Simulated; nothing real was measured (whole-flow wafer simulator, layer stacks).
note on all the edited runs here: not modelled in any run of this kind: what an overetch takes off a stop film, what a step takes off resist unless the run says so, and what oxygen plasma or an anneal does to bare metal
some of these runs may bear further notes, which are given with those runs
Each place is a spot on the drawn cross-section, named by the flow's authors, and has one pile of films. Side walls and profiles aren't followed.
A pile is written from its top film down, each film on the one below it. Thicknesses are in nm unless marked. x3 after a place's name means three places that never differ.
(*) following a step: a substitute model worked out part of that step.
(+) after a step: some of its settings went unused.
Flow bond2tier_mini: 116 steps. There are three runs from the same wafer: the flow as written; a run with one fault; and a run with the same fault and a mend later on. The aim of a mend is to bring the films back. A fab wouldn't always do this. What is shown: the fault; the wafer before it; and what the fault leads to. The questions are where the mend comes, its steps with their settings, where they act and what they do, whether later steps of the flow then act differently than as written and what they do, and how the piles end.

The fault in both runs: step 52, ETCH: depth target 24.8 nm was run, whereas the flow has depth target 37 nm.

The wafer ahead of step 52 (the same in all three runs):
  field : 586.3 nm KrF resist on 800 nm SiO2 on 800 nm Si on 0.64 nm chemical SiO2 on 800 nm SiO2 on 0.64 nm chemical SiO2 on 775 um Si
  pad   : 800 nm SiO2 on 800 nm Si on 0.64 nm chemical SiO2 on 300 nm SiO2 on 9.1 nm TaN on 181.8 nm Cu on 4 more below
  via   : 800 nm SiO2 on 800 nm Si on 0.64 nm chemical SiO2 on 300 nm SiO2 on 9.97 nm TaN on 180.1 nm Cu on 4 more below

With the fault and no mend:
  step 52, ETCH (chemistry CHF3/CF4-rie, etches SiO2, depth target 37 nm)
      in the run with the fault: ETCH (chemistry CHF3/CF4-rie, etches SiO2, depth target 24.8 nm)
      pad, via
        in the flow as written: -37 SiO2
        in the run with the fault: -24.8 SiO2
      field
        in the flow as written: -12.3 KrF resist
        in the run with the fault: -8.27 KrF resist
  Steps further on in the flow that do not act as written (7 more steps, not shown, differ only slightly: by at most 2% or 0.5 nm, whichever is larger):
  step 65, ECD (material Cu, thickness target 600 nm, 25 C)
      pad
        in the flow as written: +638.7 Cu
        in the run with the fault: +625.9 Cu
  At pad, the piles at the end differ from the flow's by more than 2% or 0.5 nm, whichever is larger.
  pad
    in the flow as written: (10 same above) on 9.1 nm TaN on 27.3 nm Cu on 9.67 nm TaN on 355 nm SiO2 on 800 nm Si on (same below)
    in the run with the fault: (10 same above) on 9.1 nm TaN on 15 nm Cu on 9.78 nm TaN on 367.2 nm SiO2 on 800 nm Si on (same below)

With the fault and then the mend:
  The mend follows step 53.
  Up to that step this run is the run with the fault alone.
  step 53a, COAT (KrF resist, thickness 600 nm) (*) (the flow's step 47, run once more)
      field
        +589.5 KrF resist (new film)
      pad
        +611 KrF resist (new film)
      via
        +609.6 KrF resist (new film)
  step 53b, SOFTBAKE (KrF resist) (the flow's step 48, run once more)
      leaves every film unchanged at each place that is followed
  step 53c, EXPOSE (photomask T2TRIM, NA 0.6) (the flow's step 49, run once more)
      leaves every film unchanged at each place that is followed
  step 53d, PEB (KrF resist) (the flow's step 50, run once more)
      leaves every film unchanged at each place that is followed
  step 53e, DEVELOP (developer TMAH-0.26N, 60 s) (the flow's step 51, run once more)
      field
        -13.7 KrF resist
      pad
        -611 KrF resist (all of it)
      via
        -609.6 KrF resist (all of it)
  step 53f, ETCH (chemistry CHF3/CF4-rie, etches SiO2, depth target 12.2 nm) (the flow's step 52, run once more with other settings)
      pad, via
        -12.2 SiO2
      field
        -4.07 KrF resist
  step 53g, STRIP (chemistry O2, over-ash 100%) (+) (the flow's step 53, run once more)
      field
        -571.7 KrF resist (all of it)
  Later steps of the flow that are run all act as written at every place that is followed.
  The piles end the same as the flow's at every place that both follow.
